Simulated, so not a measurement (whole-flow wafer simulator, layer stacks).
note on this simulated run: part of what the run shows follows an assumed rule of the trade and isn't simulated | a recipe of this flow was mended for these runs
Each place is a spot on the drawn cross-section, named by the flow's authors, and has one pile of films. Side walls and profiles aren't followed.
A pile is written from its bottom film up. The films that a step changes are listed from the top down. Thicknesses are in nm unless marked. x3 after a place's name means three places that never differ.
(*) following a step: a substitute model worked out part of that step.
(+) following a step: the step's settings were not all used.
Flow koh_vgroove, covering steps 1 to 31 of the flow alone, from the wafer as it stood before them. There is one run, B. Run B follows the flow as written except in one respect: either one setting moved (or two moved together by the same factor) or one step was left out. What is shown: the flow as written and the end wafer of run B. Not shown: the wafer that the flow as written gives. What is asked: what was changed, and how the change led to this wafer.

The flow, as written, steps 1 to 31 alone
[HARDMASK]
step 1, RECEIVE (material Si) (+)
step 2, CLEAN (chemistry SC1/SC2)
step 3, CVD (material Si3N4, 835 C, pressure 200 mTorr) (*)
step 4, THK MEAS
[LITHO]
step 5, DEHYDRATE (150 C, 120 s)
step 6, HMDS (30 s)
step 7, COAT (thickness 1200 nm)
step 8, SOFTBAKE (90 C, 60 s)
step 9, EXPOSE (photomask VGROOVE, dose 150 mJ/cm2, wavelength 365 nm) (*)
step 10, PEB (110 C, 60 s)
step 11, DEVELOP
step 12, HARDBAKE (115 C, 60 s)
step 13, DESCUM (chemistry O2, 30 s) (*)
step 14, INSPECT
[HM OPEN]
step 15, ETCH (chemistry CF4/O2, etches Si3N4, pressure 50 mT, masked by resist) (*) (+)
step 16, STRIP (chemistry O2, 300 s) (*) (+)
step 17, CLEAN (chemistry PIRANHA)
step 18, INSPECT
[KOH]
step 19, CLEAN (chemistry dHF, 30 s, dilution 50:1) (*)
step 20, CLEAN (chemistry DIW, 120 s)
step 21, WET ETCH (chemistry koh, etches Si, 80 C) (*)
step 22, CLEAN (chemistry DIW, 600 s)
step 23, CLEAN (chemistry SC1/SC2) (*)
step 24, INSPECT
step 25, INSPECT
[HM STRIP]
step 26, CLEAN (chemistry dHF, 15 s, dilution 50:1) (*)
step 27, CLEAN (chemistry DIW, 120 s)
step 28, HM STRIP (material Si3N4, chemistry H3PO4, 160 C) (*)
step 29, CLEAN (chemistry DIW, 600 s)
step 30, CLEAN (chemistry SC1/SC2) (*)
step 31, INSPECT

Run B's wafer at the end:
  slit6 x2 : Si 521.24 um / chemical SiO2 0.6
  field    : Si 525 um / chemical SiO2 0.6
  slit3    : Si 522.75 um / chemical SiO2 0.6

What caused this: step 3, CVD: 843 C was run, while the flow as written has 835 C.

The path from the change to this, step by step:
  step 3, CVD (material Si3N4, 835 C, pressure 200 mTorr) (*)
      field, slit3, slit2, slit6 x2: +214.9 Si3N4 (new film) (in the flow as written it would be: +200 Si3N4 (new film))
  step 15, ETCH (chemistry CF4/O2, etches Si3N4, pressure 50 mT, masked by resist) (*) (+)
      slit3, slit2, slit6 x2: -214.9 Si3N4 (all of it), -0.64 chemical SiO2 (all of it), -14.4 Si (in the flow as written it would be: -200 Si3N4 (all of it), -0.64 chemical SiO2 (all of it), -29.4 Si)
  step 28, HM STRIP (material Si3N4, chemistry H3PO4, 160 C) (*)
      field: -213.7 Si3N4 (all of it), -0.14 chemical SiO2, -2 Si (in the flow as written it would be: -198.7 Si3N4 (all of it), -0.14 chemical SiO2, -2.75 Si)
